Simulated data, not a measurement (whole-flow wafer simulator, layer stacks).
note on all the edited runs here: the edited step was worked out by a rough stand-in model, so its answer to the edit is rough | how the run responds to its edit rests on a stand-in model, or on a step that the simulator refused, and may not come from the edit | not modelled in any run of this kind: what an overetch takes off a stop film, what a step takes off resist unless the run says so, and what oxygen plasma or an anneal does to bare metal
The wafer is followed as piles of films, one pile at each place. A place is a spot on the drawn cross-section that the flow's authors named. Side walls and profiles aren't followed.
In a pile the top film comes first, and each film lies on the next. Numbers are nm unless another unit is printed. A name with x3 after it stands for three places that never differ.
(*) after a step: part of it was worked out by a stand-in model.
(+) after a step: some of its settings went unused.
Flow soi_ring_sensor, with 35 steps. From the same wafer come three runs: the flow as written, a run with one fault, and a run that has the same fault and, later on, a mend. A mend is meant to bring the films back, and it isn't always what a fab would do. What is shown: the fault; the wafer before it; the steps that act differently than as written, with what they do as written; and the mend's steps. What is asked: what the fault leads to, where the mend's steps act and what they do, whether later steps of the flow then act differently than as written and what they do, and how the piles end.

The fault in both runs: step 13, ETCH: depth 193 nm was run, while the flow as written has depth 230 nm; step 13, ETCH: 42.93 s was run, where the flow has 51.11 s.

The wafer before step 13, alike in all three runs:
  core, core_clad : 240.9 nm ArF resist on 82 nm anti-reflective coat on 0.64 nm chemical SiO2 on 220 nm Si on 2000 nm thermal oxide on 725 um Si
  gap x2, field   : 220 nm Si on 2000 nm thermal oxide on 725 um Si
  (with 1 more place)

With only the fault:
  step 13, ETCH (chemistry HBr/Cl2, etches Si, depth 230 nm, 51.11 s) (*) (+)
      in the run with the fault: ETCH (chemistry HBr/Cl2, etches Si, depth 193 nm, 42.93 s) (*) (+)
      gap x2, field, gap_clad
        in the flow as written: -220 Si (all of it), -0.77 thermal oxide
        in the run with the fault: -193 Si
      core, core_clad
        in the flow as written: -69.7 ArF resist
        in the run with the fault: -58.5 ArF resist
  Steps further on in the flow that do not act as written:
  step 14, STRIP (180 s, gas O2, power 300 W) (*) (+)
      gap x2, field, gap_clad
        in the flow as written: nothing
        in the run with the fault: +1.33 chemical SiO2 (new film), -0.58 Si
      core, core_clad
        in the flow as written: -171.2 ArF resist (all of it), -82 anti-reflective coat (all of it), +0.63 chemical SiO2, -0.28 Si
        in the run with the fault: -182.3 ArF resist (all of it), -82 anti-reflective coat (all of it), +0.62 chemical SiO2, -0.27 Si
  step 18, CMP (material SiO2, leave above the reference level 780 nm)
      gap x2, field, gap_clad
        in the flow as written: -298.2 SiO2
        in the run with the fault: -326.8 SiO2
  By the end, the piles at field depart from the flow's by more than 2% or 0.5 nm, whichever is larger.
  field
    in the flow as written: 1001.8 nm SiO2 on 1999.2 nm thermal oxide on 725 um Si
    in the run with the fault: 973.2 nm SiO2 on 1.33 nm chemical SiO2 on 26.4 nm Si on 2000 nm thermal oxide on 725 um Si

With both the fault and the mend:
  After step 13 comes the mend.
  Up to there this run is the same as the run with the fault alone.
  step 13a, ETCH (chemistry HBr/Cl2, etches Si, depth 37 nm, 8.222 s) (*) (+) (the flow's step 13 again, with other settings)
      gap x2, field, gap_clad
        -27 Si (all of it), -0.77 thermal oxide
      core, core_clad
        -11.2 ArF resist
  None of the later steps of the flow differs from how it acts as written, at any place that is followed, by more than 2% or 0.5 nm, whichever is larger.
  At every place that both follow, the piles at the end match the flow's.
